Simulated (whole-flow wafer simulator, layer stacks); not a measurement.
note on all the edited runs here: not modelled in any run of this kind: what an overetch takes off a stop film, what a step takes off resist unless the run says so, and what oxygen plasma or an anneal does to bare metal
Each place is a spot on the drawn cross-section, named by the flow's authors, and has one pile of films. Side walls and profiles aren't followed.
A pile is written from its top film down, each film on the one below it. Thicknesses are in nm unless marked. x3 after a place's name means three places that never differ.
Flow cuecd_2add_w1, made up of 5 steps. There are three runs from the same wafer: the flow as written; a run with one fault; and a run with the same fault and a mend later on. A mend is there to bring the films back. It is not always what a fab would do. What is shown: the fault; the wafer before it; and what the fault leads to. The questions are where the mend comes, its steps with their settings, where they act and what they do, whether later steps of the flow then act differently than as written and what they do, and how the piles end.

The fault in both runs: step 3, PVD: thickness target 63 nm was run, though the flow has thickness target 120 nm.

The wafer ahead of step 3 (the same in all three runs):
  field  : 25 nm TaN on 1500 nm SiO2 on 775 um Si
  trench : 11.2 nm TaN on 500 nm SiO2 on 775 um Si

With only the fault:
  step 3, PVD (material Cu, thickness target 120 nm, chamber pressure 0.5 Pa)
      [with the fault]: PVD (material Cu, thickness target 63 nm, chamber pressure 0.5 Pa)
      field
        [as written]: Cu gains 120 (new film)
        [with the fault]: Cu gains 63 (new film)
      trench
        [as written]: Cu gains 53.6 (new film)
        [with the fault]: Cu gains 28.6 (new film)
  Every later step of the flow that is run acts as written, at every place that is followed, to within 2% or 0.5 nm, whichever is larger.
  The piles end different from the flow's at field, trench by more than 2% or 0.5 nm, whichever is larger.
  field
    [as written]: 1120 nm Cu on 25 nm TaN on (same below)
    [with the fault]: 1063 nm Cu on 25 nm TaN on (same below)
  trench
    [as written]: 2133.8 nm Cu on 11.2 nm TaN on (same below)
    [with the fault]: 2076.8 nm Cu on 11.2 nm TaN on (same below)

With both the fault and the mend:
  The mend follows step 3.
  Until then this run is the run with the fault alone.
  step 3a, PVD (material Cu, thickness target 57 nm, chamber pressure 0.5 Pa) (the flow's step 3 again, with other settings)
      field
        Cu gains 57
      trench
        Cu gains 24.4
  Every later step of the flow that is run acts as written, at every place that is followed, to within 2% or 0.5 nm, whichever is larger.
  At every place that both follow, the piles at the end match the flow's.
